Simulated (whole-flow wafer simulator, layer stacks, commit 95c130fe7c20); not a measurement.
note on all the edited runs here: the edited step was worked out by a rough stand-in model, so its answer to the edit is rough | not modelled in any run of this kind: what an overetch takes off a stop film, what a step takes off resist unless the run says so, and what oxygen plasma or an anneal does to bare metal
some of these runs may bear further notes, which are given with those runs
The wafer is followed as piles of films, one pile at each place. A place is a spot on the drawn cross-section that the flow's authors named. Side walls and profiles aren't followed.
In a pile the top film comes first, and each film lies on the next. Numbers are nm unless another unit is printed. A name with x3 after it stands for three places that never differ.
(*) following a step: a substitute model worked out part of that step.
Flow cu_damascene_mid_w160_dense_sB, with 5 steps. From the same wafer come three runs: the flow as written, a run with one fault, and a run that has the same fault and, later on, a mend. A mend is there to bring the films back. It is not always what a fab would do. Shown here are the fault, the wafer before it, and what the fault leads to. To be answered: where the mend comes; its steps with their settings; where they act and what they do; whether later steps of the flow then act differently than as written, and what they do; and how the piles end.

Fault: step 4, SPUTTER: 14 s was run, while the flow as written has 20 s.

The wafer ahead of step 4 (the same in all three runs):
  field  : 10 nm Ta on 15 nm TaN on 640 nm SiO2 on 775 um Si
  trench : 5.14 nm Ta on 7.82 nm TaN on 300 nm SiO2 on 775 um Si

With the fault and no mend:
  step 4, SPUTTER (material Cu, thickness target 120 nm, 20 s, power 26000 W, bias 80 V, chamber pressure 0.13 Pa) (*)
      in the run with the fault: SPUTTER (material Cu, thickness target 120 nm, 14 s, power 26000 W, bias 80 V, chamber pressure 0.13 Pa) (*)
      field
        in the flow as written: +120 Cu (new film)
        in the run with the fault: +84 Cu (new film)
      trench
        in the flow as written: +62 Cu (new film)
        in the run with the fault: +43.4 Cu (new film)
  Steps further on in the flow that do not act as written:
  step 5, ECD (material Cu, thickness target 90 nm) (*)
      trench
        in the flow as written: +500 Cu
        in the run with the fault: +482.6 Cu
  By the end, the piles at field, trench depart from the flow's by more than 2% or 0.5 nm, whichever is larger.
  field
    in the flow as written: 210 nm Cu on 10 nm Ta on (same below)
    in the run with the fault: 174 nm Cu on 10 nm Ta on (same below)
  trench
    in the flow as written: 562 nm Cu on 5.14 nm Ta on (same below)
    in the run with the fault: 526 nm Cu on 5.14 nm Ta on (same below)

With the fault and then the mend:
  The mend stands after step 4.
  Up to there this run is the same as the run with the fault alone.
  step 4a, SPUTTER (material Cu, thickness target 120 nm, 6 s, power 26000 W, bias 80 V, chamber pressure 0.13 Pa) (*) (a further turn of the flow's step 4, with different settings)
      field
        +36 Cu
      trench
        +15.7 Cu
  Every later step of the flow that is run acts as written, at every place that is followed, to within 2% or 0.5 nm, whichever is larger.
  The piles end the same as the flow's at every place that both follow.
